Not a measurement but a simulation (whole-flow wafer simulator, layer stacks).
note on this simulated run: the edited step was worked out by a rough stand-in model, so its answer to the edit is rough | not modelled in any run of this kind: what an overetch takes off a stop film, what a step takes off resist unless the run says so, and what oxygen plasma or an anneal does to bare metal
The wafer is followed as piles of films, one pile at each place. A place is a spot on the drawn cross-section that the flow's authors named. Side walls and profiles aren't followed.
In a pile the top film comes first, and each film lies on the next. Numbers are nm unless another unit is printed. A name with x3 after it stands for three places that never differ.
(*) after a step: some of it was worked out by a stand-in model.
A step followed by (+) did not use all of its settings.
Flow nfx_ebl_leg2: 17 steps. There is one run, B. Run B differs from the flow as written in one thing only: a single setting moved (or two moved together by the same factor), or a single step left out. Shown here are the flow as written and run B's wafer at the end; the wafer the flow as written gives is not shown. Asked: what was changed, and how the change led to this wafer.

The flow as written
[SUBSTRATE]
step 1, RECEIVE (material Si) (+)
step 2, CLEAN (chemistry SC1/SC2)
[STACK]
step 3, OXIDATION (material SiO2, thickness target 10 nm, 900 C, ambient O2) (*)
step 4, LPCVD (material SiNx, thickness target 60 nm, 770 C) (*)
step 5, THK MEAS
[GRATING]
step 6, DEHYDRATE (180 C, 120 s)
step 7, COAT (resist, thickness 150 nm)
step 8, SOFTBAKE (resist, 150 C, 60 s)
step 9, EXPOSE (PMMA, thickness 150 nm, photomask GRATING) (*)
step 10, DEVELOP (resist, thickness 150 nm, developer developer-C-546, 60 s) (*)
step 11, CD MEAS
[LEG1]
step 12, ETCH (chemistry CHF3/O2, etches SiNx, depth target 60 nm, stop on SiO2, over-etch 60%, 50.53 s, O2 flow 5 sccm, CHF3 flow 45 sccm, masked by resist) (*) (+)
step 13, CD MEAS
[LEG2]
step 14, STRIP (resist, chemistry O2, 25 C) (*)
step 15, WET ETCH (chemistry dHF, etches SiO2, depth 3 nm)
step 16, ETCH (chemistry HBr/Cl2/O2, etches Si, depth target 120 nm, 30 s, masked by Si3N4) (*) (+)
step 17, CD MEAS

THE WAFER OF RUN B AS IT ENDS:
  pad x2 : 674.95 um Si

The reason: step 16, ETCH: depth target 48 nm was run, while the flow as written has depth target 120 nm.

The path from the change to this, step by step:
  step 16, ETCH (chemistry HBr/Cl2/O2, etches Si, depth target 120 nm, 30 s, masked by Si3N4) (*) (+)
      pad x2: Si loses 48 (it would be, as written: Si loses 120)
